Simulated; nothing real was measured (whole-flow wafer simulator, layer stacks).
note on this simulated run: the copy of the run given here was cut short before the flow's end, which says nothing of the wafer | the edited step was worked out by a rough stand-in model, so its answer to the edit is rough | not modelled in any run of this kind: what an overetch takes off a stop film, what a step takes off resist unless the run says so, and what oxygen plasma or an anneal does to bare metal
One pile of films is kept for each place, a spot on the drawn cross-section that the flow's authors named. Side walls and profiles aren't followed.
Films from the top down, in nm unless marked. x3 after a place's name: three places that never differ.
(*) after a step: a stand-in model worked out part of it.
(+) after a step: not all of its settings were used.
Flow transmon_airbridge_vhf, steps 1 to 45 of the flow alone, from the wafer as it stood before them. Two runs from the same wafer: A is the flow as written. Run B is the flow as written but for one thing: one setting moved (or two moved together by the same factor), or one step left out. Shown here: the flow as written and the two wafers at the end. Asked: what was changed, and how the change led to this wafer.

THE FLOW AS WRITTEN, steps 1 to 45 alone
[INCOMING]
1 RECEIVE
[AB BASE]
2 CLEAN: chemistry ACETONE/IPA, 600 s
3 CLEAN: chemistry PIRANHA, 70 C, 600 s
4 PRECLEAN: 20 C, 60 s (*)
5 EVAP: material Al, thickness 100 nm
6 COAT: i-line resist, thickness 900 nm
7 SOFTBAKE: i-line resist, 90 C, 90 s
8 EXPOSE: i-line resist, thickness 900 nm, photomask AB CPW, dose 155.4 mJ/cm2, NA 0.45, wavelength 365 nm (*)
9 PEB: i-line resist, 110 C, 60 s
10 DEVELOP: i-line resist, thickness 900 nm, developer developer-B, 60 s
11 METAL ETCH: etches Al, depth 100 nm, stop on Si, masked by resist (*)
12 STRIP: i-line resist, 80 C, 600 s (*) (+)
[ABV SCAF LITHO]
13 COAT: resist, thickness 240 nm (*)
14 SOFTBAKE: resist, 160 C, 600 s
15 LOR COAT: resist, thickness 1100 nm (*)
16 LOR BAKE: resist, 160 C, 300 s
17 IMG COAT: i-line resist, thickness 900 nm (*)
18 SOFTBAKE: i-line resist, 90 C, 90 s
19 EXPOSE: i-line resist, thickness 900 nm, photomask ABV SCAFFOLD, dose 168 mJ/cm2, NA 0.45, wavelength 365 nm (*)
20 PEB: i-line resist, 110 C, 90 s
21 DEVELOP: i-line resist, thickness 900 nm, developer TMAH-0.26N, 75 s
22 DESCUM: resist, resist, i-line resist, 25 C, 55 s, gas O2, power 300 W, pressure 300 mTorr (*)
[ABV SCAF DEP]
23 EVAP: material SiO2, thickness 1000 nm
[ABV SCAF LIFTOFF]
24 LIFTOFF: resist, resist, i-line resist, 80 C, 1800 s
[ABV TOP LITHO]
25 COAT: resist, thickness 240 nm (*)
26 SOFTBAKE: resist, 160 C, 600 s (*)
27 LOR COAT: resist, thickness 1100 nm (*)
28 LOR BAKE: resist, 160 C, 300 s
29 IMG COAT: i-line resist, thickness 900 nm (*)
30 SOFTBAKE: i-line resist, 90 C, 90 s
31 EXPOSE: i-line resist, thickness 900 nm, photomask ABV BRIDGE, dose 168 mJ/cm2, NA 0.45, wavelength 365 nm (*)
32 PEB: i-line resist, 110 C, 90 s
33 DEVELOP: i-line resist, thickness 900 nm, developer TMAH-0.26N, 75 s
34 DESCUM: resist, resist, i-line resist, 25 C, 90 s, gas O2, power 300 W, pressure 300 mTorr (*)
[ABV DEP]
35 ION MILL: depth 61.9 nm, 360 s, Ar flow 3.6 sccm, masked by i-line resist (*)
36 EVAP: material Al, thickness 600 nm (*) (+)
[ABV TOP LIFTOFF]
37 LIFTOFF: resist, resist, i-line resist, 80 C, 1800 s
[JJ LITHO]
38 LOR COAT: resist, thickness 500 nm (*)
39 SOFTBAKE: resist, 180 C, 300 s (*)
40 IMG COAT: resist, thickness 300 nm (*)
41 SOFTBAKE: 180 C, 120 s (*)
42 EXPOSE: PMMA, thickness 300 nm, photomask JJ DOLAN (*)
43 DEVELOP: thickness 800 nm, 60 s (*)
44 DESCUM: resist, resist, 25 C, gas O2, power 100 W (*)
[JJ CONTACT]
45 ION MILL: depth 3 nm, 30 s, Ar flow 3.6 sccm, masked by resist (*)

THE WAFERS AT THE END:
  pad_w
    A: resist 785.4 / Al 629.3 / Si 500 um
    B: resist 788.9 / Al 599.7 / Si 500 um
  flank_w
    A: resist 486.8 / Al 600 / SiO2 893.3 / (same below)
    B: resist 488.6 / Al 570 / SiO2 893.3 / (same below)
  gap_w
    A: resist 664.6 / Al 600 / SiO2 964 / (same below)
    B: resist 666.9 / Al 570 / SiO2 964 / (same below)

The cause: step 36, EVAP: thickness 570 nm was run, where the flow has thickness 600 nm.
It can be read off the wafer: flank_w has Al 570, and step 36 as written asks for 600 nm.

How the change led to this, step by step:
  36 EVAP: material Al, thickness 600 nm (*) (+)
      field x3, jj_line, ground_far and 10 more: A Al +600 (new film) | B Al +570 (new film)
      pad_w, pad_e: A Al +591.2 | B Al +561.7
  37 LIFTOFF: resist, resist, i-line resist, 80 C, 1800 s
      field x3, jj_line, trace_open_s x2: A Al -600 (all of it), i-line resist -600 (all of it), resist -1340 (all of it) | B Al -570 (all of it), i-line resist -600 (all of it), resist -1340 (all of it)
      margin_s, margin_n: A Al -600 (all of it), i-line resist -318.3 (all of it), resist -992 (all of it) | B Al -570 (all of it), i-line resist -318.3 (all of it), resist -992 (all of it)
      (and at 1 more place)
